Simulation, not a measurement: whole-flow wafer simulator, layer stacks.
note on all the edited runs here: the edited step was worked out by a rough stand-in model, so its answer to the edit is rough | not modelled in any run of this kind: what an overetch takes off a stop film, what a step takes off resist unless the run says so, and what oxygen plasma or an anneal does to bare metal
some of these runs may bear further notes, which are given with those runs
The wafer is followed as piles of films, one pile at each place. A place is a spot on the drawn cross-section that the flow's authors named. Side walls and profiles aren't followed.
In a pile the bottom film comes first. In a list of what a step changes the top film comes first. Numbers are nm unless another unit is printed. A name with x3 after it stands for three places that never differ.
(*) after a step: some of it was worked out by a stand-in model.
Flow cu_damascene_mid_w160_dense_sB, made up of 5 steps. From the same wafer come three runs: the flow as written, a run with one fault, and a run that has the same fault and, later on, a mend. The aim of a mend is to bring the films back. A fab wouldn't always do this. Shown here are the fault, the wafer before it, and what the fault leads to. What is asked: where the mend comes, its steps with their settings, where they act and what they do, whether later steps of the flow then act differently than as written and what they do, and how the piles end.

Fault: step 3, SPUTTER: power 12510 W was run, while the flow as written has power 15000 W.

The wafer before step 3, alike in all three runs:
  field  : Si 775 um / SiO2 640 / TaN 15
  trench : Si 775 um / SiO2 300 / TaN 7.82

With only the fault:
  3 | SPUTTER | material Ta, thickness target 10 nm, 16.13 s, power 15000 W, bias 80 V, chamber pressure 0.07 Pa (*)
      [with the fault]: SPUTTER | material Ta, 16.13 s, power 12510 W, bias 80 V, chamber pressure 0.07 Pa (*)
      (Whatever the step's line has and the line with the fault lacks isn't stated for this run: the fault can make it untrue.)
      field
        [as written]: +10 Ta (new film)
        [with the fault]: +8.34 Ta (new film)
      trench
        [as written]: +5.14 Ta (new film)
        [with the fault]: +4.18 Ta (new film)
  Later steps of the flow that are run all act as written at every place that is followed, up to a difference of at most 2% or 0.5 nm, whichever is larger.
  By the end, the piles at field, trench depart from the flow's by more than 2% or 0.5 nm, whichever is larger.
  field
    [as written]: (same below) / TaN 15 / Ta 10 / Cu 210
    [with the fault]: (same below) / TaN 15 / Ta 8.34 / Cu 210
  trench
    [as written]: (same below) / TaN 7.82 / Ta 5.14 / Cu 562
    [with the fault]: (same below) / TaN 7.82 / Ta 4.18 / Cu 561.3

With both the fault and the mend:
  The mend stands after step 3.
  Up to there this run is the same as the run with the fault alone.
  3a | SPUTTER | material Ta, thickness target 1.701 nm, 2.743 s, power 15000 W, bias 80 V, chamber pressure 0.07 Pa (*) (a further turn of the flow's step 3, with different settings)
      field
        +1.7 Ta
      trench
        +0.85 Ta
  Later steps of the flow that are run all act as written at every place that is followed, up to a difference of at most 2% or 0.5 nm, whichever is larger.
  When the end is reached, the piles differ only a little from the flow's at the places that both follow, at most by 2% or 0.5 nm, whichever is larger.
